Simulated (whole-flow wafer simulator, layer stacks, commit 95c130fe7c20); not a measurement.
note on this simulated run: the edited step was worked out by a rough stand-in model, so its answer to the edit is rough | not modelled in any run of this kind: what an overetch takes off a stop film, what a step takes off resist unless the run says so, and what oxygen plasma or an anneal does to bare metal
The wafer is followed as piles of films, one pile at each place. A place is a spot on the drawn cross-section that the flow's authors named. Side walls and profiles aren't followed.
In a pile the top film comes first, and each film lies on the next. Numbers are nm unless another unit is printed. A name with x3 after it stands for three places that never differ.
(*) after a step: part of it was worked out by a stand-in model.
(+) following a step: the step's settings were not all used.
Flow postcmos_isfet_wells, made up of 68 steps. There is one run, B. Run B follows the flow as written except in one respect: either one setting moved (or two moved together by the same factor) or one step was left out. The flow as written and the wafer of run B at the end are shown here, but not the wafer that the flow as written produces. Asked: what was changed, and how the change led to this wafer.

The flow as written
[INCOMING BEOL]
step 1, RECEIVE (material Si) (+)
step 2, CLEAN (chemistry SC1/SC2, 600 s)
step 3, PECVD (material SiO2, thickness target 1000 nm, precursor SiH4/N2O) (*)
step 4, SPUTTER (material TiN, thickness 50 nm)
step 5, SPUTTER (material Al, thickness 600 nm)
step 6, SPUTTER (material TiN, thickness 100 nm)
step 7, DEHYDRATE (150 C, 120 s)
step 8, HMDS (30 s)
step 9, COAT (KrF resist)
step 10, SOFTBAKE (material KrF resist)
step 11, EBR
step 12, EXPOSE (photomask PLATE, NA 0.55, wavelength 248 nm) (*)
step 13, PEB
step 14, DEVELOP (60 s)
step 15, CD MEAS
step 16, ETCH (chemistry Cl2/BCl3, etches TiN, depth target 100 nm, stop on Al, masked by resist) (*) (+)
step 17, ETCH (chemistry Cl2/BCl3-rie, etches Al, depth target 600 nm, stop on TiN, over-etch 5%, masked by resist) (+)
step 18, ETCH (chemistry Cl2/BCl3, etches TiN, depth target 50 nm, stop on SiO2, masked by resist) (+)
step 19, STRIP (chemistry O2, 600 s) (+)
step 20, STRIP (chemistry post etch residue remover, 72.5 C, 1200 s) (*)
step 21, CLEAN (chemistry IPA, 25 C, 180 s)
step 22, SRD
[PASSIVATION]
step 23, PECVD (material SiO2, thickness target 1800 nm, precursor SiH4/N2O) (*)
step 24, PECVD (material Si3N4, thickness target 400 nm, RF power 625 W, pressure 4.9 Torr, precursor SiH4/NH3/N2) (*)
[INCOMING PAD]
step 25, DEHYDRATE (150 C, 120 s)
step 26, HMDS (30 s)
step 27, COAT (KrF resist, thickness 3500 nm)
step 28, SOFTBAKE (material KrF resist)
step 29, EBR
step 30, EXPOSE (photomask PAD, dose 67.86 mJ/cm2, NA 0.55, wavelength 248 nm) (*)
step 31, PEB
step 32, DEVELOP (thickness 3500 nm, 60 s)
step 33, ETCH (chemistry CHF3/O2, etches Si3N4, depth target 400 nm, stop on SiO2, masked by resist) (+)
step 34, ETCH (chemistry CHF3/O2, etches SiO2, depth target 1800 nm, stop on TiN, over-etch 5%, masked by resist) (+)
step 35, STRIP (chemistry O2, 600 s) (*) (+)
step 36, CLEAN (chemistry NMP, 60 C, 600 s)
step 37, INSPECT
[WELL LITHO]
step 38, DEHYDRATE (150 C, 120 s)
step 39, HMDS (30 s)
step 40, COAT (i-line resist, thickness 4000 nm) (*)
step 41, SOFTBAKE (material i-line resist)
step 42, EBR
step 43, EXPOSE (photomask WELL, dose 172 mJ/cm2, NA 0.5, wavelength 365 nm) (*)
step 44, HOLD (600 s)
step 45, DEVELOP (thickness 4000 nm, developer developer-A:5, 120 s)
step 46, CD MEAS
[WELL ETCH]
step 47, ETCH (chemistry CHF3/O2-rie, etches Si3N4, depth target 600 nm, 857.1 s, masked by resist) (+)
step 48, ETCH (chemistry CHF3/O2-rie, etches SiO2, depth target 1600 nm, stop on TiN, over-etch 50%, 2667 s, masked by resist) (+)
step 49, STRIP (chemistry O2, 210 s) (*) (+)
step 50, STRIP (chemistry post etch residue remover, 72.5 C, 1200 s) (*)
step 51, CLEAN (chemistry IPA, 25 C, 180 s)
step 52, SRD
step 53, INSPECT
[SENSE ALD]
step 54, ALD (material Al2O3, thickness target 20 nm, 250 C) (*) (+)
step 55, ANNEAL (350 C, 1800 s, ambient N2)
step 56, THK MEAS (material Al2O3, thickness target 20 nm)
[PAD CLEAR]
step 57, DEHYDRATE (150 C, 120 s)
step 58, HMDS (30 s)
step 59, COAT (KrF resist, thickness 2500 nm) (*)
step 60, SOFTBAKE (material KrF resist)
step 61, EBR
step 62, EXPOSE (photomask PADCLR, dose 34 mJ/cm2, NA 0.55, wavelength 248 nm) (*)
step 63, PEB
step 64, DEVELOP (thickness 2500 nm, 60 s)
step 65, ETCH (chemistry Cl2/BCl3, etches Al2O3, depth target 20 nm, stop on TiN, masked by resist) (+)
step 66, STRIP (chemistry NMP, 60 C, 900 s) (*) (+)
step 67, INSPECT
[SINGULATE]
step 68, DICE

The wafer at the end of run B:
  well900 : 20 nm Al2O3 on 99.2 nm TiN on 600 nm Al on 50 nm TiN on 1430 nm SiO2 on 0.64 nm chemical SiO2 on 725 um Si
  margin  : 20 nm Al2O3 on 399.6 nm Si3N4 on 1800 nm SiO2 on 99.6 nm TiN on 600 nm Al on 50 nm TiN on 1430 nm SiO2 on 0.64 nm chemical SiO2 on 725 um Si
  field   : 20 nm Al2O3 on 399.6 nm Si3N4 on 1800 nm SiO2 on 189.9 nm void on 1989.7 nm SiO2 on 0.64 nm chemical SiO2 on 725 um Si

The reason: step 3, PECVD: thickness target 1430 nm was run, though the flow has thickness target 1000 nm.
One can read it off the wafer: well900 has SiO2 1430, and step 3 as written asks for 1000 nm.

How this came from the change, step by step:
  step 3, PECVD (material SiO2, thickness target 1000 nm, precursor SiH4/N2O) (*)
      field, margin, well900, well1300 x3, pad_rim, pad_clr, pad_open: +1430 SiO2 (new film) (as written it would have been: +1000 SiO2 (new film))
